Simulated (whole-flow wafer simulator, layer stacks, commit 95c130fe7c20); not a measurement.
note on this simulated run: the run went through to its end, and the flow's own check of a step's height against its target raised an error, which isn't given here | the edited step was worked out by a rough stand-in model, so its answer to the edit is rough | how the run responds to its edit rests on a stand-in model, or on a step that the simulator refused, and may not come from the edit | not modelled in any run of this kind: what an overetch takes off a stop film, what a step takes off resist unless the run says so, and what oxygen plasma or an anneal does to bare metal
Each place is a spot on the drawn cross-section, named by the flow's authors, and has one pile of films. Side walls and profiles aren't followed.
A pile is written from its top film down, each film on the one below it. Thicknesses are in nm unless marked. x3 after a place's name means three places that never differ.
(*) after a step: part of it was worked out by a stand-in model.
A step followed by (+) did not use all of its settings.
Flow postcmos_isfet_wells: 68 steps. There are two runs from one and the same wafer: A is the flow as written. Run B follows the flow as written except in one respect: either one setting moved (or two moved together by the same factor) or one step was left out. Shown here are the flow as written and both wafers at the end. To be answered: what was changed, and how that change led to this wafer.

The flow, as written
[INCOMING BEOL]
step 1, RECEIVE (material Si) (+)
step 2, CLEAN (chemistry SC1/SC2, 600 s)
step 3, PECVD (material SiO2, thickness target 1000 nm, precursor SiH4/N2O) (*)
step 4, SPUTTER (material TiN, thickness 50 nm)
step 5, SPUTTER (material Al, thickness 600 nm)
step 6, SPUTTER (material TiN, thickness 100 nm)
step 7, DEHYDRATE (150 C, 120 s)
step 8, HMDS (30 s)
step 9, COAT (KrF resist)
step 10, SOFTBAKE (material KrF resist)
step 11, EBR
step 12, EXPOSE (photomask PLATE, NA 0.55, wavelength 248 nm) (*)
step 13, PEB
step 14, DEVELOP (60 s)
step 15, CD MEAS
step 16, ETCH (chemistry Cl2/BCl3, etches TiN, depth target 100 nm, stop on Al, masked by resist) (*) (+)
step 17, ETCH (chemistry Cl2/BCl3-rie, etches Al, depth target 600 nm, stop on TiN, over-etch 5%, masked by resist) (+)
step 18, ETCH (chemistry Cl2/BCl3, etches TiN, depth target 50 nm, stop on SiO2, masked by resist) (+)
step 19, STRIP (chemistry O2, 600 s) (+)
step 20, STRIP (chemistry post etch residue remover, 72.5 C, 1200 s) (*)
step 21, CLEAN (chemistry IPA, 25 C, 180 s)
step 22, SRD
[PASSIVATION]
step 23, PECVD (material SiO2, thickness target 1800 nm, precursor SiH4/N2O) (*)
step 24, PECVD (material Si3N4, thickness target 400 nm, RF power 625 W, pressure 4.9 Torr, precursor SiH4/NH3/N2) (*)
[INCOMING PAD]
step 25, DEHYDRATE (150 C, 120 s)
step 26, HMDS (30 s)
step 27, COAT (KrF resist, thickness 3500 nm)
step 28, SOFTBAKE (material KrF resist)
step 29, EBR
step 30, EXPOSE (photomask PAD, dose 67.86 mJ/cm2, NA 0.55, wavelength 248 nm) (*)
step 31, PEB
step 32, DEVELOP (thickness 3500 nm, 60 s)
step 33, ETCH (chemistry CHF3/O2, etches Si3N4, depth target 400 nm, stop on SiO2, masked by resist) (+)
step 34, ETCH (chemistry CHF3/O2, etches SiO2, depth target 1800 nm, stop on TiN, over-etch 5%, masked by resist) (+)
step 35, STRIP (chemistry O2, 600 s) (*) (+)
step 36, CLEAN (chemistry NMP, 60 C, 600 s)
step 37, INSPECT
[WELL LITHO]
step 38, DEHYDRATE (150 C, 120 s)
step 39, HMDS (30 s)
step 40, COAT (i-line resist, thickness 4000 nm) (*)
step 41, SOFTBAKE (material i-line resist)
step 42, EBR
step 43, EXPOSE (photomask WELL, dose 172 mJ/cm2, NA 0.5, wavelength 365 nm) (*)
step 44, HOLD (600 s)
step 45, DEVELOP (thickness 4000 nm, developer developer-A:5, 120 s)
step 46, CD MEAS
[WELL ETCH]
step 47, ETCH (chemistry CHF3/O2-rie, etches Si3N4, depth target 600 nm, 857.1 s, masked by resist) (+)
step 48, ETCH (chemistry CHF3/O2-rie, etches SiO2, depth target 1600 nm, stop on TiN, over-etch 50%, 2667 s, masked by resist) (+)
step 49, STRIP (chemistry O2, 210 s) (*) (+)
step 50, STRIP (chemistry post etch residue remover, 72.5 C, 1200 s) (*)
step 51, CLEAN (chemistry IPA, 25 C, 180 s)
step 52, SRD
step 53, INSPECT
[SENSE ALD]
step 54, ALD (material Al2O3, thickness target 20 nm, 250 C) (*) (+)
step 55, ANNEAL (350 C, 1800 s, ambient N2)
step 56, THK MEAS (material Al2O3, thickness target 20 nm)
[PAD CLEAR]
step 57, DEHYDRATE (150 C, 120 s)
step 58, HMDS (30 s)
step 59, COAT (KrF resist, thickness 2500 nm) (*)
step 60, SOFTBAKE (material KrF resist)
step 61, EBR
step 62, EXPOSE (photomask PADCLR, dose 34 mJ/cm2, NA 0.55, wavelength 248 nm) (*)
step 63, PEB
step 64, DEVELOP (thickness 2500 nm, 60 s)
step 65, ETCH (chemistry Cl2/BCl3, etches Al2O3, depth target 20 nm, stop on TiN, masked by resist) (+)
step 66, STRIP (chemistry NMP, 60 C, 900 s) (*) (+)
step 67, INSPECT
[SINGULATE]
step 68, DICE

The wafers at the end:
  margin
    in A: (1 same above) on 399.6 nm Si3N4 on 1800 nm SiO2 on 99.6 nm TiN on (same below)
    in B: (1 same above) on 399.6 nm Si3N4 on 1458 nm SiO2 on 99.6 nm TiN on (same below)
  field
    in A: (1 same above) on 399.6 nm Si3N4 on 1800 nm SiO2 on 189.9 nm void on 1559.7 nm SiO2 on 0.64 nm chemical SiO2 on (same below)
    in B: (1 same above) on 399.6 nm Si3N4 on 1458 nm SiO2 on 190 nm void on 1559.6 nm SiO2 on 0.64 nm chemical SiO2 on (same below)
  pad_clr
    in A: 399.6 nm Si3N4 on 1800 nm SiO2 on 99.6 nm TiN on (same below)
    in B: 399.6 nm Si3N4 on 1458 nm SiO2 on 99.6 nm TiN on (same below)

Cause: step 23, PECVD: thickness target 1458 nm was run, though the flow has thickness target 1800 nm.
The wafer lets one read it off: margin has SiO2 1458, and step 23 as written asks for 1800 nm.

Step by step, how the change led to this:
  step 23, PECVD (material SiO2, thickness target 1800 nm, precursor SiH4/N2O) (*)
      margin, well900, well1300 x3, pad_rim, pad_clr, pad_open: A SiO2 gains 1800 (new film) | B SiO2 gains 1458 (new film)
      field: A SiO2 gains 1800 (new film), void gains 189.9 (new film), SiO2 gains 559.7 | B SiO2 gains 1458 (new film), void gains 190 (new film), SiO2 gains 559.6
  step 34, ETCH (chemistry CHF3/O2, etches SiO2, depth target 1800 nm, stop on TiN, over-etch 5%, masked by resist) (+)
      field, margin, well900, well1300 x3, pad_rim, pad_clr: A KrF resist loses 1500 | B KrF resist loses 1275.8
      pad_open: A SiO2 loses 1800 (all of it) | B SiO2 loses 1458 (all of it)
  step 35, STRIP (chemistry O2, 600 s) (*) (+)
      field, margin, well900, well1300 x3, pad_rim, pad_clr: A KrF resist loses 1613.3 (all of it) | B KrF resist loses 1837.6 (all of it)
  step 40, COAT (i-line resist, thickness 4000 nm) (*)
      pad_clr: A i-line resist gains 3256.8 (new film) | B i-line resist gains 3364.6 (new film)
      pad_open: A i-line resist gains 4804.7 (new film) | B i-line resist gains 4681.5 (new film)
  step 41, SOFTBAKE (material i-line resist)
      pad_clr: A i-line resist loses 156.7 | B i-line resist loses 123.5
      pad_open: A i-line resist gains 115.3 | B i-line resist gains 99.9
  step 48, ETCH (chemistry CHF3/O2-rie, etches SiO2, depth target 1600 nm, stop on TiN, over-etch 50%, 2667 s, masked by resist) (+)
      well900, well1300 x3: A SiO2 loses 1600 (all of it) | B SiO2 loses 1258 (all of it)
  step 49, STRIP (chemistry O2, 210 s) (*) (+)
      pad_clr: A i-line resist loses 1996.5 (all of it) | B i-line resist loses 2137.4 (all of it)
      pad_open: A i-line resist loses 3816.3 (all of it) | B i-line resist loses 3677.8 (all of it)
  step 59, COAT (KrF resist, thickness 2500 nm) (*)
      field: A KrF resist gains 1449 (new film) | B KrF resist gains 1612.4 (new film)
      margin: A KrF resist gains 1448.9 (new film) | B KrF resist gains 1612.3 (new film)
      (also at 3 further places)
  step 63, PEB
      field, margin: A KrF resist loses 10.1 | B KrF resist loses 11.3
      pad_rim: A KrF resist loses 13.9 | B KrF resist loses 14.5
      (also at 2 further places)
  step 64, DEVELOP (thickness 2500 nm, 60 s)
      pad_clr: A KrF resist loses 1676 (all of it) | B KrF resist loses 1791 (all of it)
      pad_open: A KrF resist loses 3045.1 (all of it) | B KrF resist loses 2959.6 (all of it)
  step 66, STRIP (chemistry NMP, 60 C, 900 s) (*) (+)
      field, margin: A KrF resist loses 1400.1 (all of it) | B KrF resist loses 1562.3 (all of it)
      pad_rim: A KrF resist loses 1923.7 (all of it) | B KrF resist loses 2000.8 (all of it)
